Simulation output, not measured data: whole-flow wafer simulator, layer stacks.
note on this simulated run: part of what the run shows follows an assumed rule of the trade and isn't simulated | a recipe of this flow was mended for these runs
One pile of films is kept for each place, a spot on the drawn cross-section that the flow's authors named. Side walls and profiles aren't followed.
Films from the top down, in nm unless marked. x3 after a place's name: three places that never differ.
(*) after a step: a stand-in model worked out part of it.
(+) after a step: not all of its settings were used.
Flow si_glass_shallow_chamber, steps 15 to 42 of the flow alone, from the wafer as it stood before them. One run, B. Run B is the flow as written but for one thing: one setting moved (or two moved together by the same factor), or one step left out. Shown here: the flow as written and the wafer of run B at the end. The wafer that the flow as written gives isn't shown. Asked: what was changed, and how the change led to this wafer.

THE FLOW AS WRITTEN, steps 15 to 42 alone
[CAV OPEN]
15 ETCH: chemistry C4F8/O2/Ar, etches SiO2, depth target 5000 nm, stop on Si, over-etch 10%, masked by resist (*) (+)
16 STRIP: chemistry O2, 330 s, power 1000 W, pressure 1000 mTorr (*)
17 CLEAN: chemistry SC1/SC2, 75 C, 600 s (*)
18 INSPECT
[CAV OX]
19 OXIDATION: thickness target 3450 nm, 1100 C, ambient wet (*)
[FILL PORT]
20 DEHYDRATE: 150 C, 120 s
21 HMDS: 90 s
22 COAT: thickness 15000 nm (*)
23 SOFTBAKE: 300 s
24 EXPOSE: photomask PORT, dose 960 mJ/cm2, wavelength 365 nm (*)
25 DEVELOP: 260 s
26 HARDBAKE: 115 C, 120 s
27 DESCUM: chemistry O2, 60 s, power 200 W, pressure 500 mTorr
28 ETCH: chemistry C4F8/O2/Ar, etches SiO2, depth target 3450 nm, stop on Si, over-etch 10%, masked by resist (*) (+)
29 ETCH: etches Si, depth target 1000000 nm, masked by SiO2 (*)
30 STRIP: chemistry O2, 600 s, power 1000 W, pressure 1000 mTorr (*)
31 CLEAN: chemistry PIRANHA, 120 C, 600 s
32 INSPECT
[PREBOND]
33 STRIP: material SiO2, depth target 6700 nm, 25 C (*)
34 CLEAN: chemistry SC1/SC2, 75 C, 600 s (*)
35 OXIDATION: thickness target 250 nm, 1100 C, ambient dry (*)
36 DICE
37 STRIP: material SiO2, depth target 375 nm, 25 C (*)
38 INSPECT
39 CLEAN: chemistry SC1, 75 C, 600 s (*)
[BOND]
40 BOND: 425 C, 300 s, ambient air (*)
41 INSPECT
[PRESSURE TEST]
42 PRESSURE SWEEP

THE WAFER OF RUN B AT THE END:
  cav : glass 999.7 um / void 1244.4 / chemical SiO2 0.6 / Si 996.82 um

The cause: step 15, ETCH: depth target 6080 nm was run, where the flow has depth target 5000 nm.

How the change led to this, step by step:
  15 ETCH: chemistry C4F8/O2/Ar, etches SiO2, depth target 5000 nm, stop on Si, over-etch 10%, masked by resist (*) (+)
      cav, port: SiO2 -5000 (all of it), Si -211 (as written it would be: SiO2 -5000 (all of it), Si -62.5)
  22 COAT: thickness 15000 nm (*)
      rim: thick-i-line-resist +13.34 um (new film) (as written it would be: thick-i-line-resist +13.4 um (new film))
      ramp: thick-i-line-resist +12.81 um (new film) (as written it would be: thick-i-line-resist +12.89 um (new film))
      (and at 3 more places)
  23 SOFTBAKE: 300 s
      rim: thick-i-line-resist -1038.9 (as written it would be: thick-i-line-resist -997)
      ramp: thick-i-line-resist -509.3 (as written it would be: thick-i-line-resist -487.1)
      (and at 4 more places)
  25 DEVELOP: 260 s
      port: thick-i-line-resist -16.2 um (all of it) (as written it would be: thick-i-line-resist -16.16 um (all of it))
  29 ETCH: etches Si, depth target 1000000 nm, masked by SiO2 (*)
      rim, ramp: thick-i-line-resist -11.37 um (all of it), SiO2 -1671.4 (as written it would be: thick-i-line-resist -11.47 um (all of it), SiO2 -1617.3)
      port: hole +996.9 um (new film), Si -996.9 um (all of it) (as written it would be: hole +997.05 um (new film), Si -997.05 um (all of it))
      (and at 1 more place)
  30 STRIP: chemistry O2, 600 s, power 1000 W, pressure 1000 mTorr (*)
      cav: thick-i-line-resist -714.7 (all of it) (as written it would be: thick-i-line-resist -669.6 (all of it))
  40 BOND: 425 C, 300 s, ambient air (*)
      cav: glass +999.7 um (new film), void +1244.4 (new film) (as written it would be: glass +999.7 um (new film), void +1095.9 (new film))
      port: glass +999.7 um (new film), hole +1165.8 (as written it would be: glass +999.7 um (new film), hole +1017.3)
